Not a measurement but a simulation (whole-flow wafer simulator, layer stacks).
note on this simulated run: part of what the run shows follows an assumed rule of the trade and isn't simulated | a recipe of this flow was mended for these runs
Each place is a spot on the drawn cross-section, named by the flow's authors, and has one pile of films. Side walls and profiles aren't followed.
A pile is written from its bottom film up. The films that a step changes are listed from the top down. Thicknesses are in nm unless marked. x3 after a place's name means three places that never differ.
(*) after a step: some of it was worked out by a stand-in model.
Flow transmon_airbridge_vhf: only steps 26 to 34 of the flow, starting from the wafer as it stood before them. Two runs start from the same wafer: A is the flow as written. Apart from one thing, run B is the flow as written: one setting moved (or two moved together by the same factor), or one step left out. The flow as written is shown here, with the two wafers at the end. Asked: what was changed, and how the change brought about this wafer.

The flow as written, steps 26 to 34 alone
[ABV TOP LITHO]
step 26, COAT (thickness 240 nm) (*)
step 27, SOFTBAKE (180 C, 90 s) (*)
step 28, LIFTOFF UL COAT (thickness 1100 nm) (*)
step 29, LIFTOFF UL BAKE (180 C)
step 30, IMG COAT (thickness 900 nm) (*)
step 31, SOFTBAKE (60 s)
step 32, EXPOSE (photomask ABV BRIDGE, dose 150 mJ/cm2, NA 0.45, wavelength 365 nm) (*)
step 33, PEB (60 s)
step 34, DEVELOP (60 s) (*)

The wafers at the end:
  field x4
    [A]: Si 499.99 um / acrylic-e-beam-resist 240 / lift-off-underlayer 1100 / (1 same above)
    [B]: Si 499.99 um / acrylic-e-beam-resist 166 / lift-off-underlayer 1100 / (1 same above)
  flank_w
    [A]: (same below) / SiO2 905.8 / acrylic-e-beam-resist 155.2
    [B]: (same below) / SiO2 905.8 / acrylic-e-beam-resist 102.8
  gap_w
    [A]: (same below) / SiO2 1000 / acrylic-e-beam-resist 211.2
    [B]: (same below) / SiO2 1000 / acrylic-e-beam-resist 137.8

What caused this: step 26, COAT: thickness 166 nm was run, though the flow has thickness 240 nm.
One can read it off the wafer: field x4 has acrylic-e-beam-resist 166, and step 26 as written asks for 240 nm.

How this came from the change, step by step:
  step 26, COAT (thickness 240 nm) (*)
      field x4, trace_open_s x2: A acrylic-e-beam-resist gains 240 (new film) | B acrylic-e-beam-resist gains 166 (new film)
      flank_w, flank_e: A acrylic-e-beam-resist gains 155.2 (new film) | B acrylic-e-beam-resist gains 102.8 (new film)
      (and at 9 other places as well)
